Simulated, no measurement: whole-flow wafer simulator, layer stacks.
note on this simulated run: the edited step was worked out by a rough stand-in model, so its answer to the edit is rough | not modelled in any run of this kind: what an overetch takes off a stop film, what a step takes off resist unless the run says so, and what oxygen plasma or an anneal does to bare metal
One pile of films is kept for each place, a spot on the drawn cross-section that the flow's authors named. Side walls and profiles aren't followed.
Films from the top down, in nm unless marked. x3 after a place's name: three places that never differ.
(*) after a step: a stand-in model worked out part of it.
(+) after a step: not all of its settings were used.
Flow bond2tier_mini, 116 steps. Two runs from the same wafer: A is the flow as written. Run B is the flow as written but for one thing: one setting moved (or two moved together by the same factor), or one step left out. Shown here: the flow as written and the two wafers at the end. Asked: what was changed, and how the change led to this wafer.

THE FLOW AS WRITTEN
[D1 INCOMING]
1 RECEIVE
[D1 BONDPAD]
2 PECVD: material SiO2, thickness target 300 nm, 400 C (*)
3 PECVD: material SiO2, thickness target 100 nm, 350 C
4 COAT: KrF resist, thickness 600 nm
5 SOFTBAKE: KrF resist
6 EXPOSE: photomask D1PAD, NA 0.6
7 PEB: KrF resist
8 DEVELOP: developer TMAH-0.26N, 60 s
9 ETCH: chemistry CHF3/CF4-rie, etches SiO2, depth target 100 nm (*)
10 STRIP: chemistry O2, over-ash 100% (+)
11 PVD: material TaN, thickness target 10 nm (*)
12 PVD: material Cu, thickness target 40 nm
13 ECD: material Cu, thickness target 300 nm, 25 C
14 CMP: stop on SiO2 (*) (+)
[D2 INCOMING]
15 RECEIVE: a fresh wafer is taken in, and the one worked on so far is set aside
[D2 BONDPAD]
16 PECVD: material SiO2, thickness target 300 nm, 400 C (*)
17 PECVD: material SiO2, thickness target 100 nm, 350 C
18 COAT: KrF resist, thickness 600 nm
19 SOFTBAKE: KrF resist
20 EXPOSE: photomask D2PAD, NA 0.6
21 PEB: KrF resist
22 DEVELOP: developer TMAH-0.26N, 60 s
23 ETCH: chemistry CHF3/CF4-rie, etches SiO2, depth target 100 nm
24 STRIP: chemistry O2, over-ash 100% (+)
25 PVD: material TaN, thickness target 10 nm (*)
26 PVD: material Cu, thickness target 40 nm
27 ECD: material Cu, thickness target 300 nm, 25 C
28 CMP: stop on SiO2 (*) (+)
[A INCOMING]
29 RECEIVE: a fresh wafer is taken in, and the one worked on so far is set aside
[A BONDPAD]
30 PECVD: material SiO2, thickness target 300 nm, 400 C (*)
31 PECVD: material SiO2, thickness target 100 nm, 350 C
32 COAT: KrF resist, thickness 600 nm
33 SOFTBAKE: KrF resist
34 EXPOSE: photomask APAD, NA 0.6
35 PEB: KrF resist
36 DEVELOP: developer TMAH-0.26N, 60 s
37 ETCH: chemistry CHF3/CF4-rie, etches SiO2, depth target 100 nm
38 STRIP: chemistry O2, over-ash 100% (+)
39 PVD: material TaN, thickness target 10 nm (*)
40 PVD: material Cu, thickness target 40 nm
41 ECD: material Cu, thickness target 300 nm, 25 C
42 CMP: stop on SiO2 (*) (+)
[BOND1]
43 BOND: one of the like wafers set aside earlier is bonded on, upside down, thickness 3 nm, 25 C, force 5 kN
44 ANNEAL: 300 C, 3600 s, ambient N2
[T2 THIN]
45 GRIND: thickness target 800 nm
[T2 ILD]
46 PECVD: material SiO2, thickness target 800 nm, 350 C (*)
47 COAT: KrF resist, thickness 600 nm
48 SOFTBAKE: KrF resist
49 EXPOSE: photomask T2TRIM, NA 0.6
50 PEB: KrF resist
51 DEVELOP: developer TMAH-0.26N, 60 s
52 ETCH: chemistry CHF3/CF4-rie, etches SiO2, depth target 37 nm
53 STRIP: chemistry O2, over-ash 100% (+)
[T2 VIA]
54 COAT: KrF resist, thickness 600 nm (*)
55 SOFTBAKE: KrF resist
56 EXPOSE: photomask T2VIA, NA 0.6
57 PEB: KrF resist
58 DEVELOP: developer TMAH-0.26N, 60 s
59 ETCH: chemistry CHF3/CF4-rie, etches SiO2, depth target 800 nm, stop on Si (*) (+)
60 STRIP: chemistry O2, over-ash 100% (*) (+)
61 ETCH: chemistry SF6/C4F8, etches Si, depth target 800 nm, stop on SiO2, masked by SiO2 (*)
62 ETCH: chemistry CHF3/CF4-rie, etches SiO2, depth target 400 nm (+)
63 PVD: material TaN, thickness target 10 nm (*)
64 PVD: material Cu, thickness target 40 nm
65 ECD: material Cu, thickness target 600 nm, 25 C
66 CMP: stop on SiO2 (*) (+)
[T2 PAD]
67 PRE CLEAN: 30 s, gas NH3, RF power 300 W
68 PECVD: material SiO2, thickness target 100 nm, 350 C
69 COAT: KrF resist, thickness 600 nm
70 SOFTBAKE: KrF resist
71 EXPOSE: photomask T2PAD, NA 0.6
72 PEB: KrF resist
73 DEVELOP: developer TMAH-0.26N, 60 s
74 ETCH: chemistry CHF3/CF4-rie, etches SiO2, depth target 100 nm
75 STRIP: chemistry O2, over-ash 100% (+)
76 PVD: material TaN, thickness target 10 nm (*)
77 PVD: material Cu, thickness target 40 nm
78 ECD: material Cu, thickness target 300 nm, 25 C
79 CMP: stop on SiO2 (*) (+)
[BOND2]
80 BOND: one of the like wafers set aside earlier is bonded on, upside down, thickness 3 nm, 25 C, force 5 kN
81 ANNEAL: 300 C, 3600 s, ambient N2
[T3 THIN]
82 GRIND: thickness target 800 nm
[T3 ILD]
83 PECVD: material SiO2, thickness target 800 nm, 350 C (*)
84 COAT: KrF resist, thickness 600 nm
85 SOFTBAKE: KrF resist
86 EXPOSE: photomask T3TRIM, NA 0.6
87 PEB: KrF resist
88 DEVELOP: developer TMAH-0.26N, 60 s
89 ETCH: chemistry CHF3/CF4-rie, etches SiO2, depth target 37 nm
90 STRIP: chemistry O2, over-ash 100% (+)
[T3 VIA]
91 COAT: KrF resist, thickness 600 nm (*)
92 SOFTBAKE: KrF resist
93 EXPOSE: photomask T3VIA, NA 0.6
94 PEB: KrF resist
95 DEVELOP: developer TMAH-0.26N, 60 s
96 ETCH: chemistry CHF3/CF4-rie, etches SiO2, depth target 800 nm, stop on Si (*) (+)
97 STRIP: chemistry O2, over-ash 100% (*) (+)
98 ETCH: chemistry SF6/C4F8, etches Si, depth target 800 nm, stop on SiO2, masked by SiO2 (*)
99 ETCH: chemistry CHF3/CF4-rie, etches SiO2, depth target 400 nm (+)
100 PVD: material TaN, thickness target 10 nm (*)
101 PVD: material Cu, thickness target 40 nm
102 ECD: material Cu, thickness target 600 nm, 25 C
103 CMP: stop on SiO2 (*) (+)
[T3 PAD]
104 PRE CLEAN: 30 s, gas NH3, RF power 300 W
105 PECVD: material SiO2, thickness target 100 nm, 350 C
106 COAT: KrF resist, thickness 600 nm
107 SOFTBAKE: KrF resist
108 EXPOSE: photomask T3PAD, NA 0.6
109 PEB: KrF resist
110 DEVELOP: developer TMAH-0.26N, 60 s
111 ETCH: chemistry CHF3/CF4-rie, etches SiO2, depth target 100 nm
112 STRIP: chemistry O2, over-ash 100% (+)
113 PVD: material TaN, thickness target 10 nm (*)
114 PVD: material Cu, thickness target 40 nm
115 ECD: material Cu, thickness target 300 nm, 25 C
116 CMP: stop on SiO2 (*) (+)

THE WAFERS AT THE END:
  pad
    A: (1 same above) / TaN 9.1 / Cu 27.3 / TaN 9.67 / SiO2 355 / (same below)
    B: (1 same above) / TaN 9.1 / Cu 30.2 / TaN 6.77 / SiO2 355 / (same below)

The cause: step 100, PVD: thickness target 7 nm was run, where the flow has thickness target 10 nm.

How the change led to this, step by step:
  100 PVD: material TaN, thickness target 10 nm (*)
      field: A TaN +10 (new film) | B TaN +7 (new film)
      pad: A TaN +9.67 (new film) | B TaN +6.77 (new film)
  103 CMP: stop on SiO2 (*) (+)
      field: A Cu -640 (all of it), TaN -10 (all of it) | B Cu -640 (all of it), TaN -7 (all of it)
